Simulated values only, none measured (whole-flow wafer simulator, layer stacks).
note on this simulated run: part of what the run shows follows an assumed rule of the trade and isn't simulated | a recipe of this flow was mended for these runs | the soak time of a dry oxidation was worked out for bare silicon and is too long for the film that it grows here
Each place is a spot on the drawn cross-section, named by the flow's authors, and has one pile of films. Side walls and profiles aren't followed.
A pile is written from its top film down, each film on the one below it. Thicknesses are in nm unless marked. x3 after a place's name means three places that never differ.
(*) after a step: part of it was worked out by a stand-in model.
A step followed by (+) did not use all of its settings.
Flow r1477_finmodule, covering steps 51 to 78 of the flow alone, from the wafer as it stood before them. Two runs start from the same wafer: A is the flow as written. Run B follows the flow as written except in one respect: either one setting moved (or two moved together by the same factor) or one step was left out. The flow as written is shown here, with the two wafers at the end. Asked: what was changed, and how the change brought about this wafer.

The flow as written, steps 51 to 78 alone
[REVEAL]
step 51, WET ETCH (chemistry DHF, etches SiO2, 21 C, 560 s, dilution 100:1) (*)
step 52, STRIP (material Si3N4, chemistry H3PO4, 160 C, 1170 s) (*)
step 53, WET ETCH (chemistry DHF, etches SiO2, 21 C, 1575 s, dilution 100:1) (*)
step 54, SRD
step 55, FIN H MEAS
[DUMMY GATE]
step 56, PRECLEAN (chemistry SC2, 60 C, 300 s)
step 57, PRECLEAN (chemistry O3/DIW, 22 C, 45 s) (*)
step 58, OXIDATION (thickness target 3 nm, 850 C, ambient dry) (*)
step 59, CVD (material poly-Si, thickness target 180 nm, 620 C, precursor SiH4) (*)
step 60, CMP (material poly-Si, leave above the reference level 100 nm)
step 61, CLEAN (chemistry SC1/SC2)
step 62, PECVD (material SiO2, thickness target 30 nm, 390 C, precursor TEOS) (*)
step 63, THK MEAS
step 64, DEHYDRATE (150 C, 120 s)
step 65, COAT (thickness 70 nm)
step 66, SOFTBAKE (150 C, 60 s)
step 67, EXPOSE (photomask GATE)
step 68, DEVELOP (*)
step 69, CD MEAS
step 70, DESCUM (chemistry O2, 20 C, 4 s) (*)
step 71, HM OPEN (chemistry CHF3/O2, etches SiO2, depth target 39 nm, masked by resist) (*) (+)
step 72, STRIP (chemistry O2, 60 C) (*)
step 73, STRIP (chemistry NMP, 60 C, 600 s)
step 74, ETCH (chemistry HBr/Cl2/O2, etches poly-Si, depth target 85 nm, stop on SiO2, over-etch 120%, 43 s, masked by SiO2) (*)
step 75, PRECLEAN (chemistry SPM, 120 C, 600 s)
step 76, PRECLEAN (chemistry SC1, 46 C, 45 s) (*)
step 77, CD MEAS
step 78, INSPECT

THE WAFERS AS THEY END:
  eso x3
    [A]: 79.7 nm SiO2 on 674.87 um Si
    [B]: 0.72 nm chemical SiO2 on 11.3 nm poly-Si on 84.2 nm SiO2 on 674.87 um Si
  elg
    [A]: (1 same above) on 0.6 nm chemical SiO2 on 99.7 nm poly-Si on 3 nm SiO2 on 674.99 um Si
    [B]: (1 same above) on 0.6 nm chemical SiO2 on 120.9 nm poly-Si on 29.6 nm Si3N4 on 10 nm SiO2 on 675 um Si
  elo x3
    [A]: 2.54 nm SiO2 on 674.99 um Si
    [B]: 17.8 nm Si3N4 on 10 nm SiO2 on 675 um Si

Cause: step 52, STRIP: material Si3N4, chemistry H3PO4, 160 C, 1170 s (*), was skipped.

The path from the change to this, step by step:
  step 53, WET ETCH (chemistry DHF, etches SiO2, 21 C, 1575 s, dilution 100:1) (*)
      elg, e40lg x2, e200lg, elo x3, e200lo: A SiO2 loses 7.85 (all of it) | B Si3N4 loses 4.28
      s40sg_line x3, s40so_line x3: A SiO2 loses 8.51 (all of it) | B Si3N4 loses 4.28
  step 57, PRECLEAN (chemistry O3/DIW, 22 C, 45 s) (*)
      elg, e40lg x2, e200lg, s40sg_line x3, elo x3, e200lo, s40so_line x3: A chemical SiO2 gains 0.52, Si loses 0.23 | B nothing
  step 58, OXIDATION (thickness target 3 nm, 850 C, ambient dry) (*)
      elg, e40lg x2, e200lg, s40sg_line x3, elo x3, e200lo, s40so_line x3: A SiO2 gains 3 (new film), chemical SiO2 loses 0.85 (all of it), Si loses 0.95 | B nothing
  step 59, CVD (material poly-Si, thickness target 180 nm, 620 C, precursor SiH4) (*)
      s40cg x3, s40sg x3, s40co x3, s40so x3: A poly-Si gains 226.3 (new film) | B poly-Si gains 281.2 (new film)
      esg x3, eso x3: A poly-Si gains 226.3 (new film) | B poly-Si gains 259.9 (new film)
      (and at 2 other places as well)
  step 60, CMP (material poly-Si, leave above the reference level 100 nm)
      pad, padg: A poly-Si loses 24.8 | B nothing
      elg, esg x3, e40lg x2, e200lg, elo x3, eso x3, e200lo: A poly-Si loses 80 | B poly-Si loses 58.8
      (and at 2 other places as well)
  step 74, ETCH (chemistry HBr/Cl2/O2, etches poly-Si, depth target 85 nm, stop on SiO2, over-etch 120%, 43 s, masked by SiO2) (*)
      eso x3, e200so, s40co x3, s40so x3: A chemical SiO2 loses 1.12 (all of it), poly-Si loses 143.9 (all of it), SiO2 loses 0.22 | B chemical SiO2 loses 1.12 (all of it), poly-Si loses 187
      elo x3, e200lo: A chemical SiO2 loses 1.12 (all of it), poly-Si loses 97.6 (all of it), SiO2 loses 0.45 | B chemical SiO2 loses 1.12 (all of it), poly-Si loses 118.8 (all of it), Si3N4 loses 11.8
      (and at 4 other places as well)
  step 75, PRECLEAN (chemistry SPM, 120 C, 600 s)
      eso x3, e200so, s40co x3, s40so x3: A nothing | B chemical SiO2 gains 0.8 (new film), poly-Si loses 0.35
